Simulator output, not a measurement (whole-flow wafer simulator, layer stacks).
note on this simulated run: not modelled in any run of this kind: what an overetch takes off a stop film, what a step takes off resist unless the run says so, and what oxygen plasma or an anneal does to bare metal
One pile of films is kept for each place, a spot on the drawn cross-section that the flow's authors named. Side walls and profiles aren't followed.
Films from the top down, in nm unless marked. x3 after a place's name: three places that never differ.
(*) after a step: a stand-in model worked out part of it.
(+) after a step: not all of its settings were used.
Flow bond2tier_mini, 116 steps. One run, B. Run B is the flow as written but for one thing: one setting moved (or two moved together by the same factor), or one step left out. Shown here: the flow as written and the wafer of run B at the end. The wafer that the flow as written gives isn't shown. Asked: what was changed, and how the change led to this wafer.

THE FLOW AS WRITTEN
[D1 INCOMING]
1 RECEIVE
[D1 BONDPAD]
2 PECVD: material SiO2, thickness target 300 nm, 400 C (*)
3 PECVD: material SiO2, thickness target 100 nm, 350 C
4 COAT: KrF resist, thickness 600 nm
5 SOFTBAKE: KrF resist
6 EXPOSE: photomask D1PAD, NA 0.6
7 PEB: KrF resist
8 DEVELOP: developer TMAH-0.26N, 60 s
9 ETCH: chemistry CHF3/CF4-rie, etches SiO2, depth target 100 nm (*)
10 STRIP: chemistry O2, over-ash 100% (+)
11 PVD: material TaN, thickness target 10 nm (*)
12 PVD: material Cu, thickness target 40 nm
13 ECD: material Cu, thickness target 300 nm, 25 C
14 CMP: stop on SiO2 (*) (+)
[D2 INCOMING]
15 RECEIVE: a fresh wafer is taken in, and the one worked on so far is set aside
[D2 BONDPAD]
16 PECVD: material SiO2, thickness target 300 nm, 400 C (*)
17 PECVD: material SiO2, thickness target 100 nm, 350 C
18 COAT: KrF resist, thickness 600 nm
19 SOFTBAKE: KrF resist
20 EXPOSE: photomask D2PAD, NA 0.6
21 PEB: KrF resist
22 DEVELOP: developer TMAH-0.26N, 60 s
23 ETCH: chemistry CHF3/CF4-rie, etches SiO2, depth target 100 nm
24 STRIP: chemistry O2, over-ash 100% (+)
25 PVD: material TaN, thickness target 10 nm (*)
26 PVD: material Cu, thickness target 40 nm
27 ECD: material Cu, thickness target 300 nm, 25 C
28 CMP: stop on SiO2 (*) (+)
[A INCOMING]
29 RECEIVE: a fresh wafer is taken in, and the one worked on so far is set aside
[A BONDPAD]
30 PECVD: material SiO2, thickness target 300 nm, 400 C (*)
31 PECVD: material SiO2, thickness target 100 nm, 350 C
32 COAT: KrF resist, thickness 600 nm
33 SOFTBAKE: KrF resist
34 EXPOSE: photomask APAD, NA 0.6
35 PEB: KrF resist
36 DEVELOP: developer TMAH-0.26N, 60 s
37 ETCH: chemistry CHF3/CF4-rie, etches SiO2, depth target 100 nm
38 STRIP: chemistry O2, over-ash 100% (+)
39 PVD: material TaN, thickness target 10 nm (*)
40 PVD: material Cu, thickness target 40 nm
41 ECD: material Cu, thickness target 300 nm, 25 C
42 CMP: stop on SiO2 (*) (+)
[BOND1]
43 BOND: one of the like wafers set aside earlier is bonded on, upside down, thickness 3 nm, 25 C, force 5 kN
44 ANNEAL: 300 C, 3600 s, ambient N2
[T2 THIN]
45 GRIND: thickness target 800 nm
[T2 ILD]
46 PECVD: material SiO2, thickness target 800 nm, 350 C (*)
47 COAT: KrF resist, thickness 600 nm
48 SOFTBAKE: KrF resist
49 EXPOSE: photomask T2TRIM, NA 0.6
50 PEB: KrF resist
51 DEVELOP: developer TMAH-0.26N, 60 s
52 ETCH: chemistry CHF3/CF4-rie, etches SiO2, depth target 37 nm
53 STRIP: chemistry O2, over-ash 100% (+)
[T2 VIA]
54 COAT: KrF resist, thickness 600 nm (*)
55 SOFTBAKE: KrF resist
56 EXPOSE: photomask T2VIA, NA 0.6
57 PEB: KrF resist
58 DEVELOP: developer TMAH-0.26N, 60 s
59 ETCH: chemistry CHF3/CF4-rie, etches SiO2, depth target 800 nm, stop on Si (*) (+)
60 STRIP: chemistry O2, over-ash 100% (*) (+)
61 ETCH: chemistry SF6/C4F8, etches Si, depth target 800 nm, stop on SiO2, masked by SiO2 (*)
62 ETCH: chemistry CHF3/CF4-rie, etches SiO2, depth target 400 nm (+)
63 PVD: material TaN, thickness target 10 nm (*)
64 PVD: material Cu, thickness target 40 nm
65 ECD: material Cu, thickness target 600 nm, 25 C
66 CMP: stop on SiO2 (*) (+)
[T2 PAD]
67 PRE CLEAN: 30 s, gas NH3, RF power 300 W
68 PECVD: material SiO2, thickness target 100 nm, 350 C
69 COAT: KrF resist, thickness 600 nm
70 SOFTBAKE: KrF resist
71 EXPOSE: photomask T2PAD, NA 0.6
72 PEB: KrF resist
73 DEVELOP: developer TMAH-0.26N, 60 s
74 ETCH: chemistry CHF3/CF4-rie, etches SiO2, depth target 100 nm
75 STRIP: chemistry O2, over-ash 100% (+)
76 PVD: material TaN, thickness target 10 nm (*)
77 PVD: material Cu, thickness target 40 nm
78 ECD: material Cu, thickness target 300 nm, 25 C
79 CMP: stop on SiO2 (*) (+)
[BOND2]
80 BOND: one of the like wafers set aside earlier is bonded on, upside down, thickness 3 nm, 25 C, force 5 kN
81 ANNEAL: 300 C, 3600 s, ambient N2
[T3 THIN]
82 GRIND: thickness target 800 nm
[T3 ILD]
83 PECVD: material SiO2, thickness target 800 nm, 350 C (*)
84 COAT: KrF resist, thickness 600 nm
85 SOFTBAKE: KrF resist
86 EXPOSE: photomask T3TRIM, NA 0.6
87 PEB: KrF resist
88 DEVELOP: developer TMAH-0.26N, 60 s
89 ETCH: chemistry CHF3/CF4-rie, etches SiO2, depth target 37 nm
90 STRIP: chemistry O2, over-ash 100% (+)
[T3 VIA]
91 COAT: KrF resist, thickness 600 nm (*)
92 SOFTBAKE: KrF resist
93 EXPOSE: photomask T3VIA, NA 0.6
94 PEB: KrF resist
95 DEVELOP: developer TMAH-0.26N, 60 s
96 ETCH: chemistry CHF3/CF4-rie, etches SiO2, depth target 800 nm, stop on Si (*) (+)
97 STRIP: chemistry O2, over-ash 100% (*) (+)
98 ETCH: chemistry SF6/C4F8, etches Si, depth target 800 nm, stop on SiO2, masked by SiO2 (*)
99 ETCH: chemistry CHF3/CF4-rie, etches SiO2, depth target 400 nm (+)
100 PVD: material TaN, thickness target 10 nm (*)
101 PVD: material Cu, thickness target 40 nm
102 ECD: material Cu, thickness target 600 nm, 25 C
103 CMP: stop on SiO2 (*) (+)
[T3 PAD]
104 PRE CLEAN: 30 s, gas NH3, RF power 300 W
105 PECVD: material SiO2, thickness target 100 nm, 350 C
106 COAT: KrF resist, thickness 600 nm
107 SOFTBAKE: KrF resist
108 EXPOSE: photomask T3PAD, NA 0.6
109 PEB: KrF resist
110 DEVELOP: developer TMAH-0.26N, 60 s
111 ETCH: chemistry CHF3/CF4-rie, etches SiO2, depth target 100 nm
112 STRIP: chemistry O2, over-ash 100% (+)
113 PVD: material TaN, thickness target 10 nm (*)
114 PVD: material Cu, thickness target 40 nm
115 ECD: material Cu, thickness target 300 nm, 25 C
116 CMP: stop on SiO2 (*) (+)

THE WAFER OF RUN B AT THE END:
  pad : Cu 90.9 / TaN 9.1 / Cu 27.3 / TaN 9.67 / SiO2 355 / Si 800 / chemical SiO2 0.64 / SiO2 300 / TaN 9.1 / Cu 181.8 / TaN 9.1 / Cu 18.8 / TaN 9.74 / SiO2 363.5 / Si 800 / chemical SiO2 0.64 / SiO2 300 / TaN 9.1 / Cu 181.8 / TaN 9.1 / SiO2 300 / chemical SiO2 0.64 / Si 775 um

The cause: step 52, ETCH: depth target 28.5 nm was run, where the flow has depth target 37 nm.

How the change led to this, step by step:
  52 ETCH: chemistry CHF3/CF4-rie, etches SiO2, depth target 37 nm
      pad, via: SiO2 -28.5 (as written it would be: SiO2 -37)
      field: KrF resist -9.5 (as written it would be: KrF resist -12.3)
